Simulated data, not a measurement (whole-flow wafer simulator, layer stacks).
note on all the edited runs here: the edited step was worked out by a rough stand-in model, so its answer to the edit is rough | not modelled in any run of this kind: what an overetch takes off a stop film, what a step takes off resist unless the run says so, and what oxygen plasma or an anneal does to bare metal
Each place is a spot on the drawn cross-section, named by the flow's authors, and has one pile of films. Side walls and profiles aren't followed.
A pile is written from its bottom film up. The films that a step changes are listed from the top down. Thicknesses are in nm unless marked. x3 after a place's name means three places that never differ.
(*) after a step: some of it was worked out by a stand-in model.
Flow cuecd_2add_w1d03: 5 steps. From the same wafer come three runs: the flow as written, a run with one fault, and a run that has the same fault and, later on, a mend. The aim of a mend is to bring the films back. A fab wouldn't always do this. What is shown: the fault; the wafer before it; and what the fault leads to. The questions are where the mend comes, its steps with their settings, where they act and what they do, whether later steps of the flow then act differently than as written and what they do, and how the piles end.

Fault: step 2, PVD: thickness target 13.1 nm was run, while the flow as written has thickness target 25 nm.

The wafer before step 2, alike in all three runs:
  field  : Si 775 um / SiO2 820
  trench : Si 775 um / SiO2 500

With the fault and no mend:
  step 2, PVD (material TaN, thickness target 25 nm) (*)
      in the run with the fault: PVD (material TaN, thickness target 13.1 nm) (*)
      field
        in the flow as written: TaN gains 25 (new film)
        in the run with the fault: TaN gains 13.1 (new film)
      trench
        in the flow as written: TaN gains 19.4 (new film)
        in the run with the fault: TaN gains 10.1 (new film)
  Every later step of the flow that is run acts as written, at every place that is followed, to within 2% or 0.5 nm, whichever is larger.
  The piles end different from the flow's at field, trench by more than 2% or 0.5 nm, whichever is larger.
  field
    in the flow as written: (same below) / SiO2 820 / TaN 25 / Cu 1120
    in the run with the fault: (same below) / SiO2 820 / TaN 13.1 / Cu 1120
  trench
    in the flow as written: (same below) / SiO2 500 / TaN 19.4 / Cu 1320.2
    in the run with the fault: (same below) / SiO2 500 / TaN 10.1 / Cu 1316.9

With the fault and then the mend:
  The mend follows step 2.
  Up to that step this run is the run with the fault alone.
  step 2a, PVD (material TaN, thickness target 11.9 nm) (*) (a further turn of the flow's step 2, with different settings)
      field
        TaN gains 11.9
      trench
        TaN gains 9.16
  Every later step of the flow that is run acts as written, at every place that is followed, to within 2% or 0.5 nm, whichever is larger.
  The piles end only slightly different from the flow's at the places that both follow, by no more than 2% or 0.5 nm, whichever is larger.
